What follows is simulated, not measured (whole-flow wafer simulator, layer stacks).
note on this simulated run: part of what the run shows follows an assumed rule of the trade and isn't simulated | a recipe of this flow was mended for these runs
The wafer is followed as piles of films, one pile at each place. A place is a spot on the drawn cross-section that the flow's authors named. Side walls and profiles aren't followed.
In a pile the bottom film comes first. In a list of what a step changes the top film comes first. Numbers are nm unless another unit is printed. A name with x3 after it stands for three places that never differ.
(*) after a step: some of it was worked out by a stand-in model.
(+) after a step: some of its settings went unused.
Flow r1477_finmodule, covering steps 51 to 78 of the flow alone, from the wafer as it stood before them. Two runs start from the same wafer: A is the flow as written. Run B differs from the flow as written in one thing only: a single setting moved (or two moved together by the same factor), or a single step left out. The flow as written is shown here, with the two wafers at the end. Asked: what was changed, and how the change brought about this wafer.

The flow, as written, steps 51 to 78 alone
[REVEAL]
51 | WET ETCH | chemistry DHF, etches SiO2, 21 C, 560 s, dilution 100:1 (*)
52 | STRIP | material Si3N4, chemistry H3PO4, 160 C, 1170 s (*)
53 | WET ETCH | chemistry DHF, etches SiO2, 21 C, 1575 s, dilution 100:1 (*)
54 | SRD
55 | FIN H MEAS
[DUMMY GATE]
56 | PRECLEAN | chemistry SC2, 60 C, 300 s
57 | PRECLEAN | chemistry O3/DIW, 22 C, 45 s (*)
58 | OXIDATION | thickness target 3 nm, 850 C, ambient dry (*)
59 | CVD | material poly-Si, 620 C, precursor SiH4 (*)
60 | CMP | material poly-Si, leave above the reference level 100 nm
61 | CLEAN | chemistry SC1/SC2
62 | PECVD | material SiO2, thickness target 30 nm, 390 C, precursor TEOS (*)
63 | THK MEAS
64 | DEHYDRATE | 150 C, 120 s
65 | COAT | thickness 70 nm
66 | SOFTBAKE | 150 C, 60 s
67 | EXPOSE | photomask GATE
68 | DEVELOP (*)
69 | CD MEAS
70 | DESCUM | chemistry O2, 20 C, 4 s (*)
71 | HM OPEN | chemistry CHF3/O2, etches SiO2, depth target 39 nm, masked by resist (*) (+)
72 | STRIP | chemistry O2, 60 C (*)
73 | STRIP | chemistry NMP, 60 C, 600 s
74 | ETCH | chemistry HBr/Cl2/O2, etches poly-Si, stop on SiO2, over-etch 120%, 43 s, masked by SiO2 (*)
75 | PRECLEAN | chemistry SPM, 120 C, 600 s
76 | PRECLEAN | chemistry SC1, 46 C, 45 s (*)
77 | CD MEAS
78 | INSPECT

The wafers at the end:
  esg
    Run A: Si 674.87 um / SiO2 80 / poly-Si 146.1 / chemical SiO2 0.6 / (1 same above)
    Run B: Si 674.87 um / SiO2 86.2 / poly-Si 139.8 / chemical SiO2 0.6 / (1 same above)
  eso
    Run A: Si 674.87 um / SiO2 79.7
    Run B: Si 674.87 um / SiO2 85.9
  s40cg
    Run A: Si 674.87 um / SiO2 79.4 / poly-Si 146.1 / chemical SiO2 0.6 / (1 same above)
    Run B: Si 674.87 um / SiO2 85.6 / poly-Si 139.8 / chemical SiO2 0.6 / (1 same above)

What caused this: step 53, WET ETCH: 19 C was run, whereas the flow has 21 C.

How this came from the change, step by step:
  53 | WET ETCH | chemistry DHF, etches SiO2, 21 C, 1575 s, dilution 100:1 (*)
      esg, e40sg, e100sg and 17 more: A SiO2 loses 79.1 | B SiO2 loses 72.9
      pad, padg: A SiO2 loses 85.7 | B SiO2 loses 78.9
  59 | CVD | material poly-Si, 620 C, precursor SiH4 (*)
      esg, e40sg, e100sg and 15 more: A poly-Si gains 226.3 (new film) | B poly-Si gains 220.1 (new film)
      e200sg, e200so: A poly-Si gains 219.2 (new film) | B poly-Si gains 213 (new film)
  60 | CMP | material poly-Si, leave above the reference level 100 nm
      pad, padg: A poly-Si loses 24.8 | B poly-Si loses 31.5
  74 | ETCH | chemistry HBr/Cl2/O2, etches poly-Si, stop on SiO2, over-etch 120%, 43 s, masked by SiO2 (*)
      eso, e40so, e100so, e200so, s40so, s45so, s50so: A chemical SiO2 loses 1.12 (all of it), poly-Si loses 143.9 (all of it), SiO2 loses 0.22 | B chemical SiO2 loses 1.12 (all of it), poly-Si loses 137.7 (all of it), SiO2 loses 0.25
      s40co, s45co, s50co: A chemical SiO2 loses 1.12 (all of it), poly-Si loses 143.9 (all of it), SiO2 loses 0.22 | B chemical SiO2 loses 1.12 (all of it), poly-Si loses 137.6 (all of it), SiO2 loses 0.25
      (also at 1 further place)
